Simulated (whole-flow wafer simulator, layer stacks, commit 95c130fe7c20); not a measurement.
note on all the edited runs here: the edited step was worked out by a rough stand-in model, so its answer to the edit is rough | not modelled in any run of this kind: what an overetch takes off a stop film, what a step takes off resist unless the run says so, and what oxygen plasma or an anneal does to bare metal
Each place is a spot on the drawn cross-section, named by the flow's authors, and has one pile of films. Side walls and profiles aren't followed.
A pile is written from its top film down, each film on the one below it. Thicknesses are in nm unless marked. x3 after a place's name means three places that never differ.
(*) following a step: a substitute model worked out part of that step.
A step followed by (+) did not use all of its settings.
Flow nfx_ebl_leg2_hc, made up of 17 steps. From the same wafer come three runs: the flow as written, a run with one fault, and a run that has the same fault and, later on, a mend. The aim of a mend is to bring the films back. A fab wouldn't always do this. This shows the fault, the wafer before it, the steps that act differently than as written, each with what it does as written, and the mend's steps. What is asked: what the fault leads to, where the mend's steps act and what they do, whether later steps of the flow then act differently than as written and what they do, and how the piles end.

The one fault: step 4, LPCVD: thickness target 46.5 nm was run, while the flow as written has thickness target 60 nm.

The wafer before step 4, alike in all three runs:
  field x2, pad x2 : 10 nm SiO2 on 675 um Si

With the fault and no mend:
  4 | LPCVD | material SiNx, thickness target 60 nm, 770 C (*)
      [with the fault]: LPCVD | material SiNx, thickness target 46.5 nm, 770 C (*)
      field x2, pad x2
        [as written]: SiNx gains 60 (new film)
        [with the fault]: SiNx gains 46.5 (new film)
  Steps later in the flow that act otherwise than as written:
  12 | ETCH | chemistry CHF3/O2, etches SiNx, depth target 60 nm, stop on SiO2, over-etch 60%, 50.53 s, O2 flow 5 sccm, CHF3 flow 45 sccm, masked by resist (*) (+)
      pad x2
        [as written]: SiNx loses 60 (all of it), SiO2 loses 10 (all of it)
        [with the fault]: SiNx loses 46.5 (all of it), SiO2 loses 10 (all of it)
  The piles end different from the flow's at field x2 by more than 2% or 0.5 nm, whichever is larger.
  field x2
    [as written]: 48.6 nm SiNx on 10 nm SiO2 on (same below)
    [with the fault]: 35.1 nm SiNx on 10 nm SiO2 on (same below)

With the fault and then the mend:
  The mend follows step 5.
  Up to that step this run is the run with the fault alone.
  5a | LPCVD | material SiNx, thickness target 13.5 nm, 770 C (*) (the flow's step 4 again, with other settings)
      field x2, pad x2
        SiNx gains 13.5
  None of the later steps of the flow acts differently than as written at any place that is followed.
  The piles end the same as the flow's at every place that both follow.
